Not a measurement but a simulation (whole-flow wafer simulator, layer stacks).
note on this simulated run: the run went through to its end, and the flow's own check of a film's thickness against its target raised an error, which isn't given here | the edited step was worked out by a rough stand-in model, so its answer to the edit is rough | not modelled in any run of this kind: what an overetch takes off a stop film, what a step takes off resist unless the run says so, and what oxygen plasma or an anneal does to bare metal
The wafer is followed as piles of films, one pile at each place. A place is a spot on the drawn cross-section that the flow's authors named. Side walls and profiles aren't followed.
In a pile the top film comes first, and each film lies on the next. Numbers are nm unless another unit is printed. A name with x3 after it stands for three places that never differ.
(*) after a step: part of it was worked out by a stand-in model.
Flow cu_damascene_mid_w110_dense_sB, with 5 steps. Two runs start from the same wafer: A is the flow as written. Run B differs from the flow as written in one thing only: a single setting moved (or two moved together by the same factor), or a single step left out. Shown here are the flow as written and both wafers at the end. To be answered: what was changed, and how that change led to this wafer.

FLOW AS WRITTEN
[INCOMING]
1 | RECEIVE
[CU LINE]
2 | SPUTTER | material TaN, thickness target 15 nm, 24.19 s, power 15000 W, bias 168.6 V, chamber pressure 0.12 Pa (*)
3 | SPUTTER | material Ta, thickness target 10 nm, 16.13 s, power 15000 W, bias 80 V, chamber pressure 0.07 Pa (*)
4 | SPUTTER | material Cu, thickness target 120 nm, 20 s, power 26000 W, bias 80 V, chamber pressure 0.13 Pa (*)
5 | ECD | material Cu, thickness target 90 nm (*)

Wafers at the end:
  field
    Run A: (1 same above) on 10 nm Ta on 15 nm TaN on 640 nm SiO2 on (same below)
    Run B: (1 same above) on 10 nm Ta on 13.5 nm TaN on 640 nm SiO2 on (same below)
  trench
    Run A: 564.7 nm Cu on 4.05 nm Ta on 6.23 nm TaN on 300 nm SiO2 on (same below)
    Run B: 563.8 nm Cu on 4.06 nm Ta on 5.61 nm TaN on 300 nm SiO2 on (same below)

What caused this: step 2, SPUTTER: thickness target 13.5 nm was run, while the flow as written has thickness target 15 nm; step 2, SPUTTER: 21.77 s was run, where the flow has 24.19 s.
The wafer itself shows it: field has TaN 13.5, and step 2 as written asks for 15 nm.

The path from the change to this, step by step:
  2 | SPUTTER | material TaN, thickness target 15 nm, 24.19 s, power 15000 W, bias 168.6 V, chamber pressure 0.12 Pa (*)
      field: A +15 TaN (new film) | B +13.5 TaN (new film)
      trench: A +6.23 TaN (new film) | B +5.61 TaN (new film)
